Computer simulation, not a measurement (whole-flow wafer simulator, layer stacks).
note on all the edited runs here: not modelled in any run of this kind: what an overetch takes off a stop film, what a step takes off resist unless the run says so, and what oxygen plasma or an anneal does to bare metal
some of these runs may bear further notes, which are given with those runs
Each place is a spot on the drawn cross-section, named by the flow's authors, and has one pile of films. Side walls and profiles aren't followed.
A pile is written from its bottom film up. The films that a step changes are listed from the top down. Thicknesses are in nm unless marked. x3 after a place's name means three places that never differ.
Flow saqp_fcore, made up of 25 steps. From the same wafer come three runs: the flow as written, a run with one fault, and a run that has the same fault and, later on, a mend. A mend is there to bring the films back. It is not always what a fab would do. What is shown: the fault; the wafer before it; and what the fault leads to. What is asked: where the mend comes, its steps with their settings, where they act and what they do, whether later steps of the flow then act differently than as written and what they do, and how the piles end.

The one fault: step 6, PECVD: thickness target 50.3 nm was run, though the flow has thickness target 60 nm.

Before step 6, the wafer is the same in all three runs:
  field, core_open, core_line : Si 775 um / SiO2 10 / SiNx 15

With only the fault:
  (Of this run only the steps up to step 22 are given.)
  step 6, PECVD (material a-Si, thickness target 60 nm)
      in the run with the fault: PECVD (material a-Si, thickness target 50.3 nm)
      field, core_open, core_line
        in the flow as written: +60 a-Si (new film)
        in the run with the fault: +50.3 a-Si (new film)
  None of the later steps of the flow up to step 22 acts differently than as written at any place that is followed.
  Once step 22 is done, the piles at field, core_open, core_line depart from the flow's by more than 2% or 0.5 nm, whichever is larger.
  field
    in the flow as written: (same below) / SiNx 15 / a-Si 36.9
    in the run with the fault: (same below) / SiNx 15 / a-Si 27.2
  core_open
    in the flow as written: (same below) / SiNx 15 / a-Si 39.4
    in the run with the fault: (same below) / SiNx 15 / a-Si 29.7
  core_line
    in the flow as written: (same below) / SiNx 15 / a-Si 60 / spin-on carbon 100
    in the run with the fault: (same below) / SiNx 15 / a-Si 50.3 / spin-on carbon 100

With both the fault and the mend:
  The mend stands after step 7.
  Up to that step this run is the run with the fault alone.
  step 7a, PECVD (material a-Si, thickness target 9.7 nm) (the flow's step 6 again, with other settings)
      field, core_open, core_line
        +9.7 a-Si
  None of the later steps of the flow acts differently than as written at any place that is followed.
  At every place that both follow, the piles at the end match the flow's.
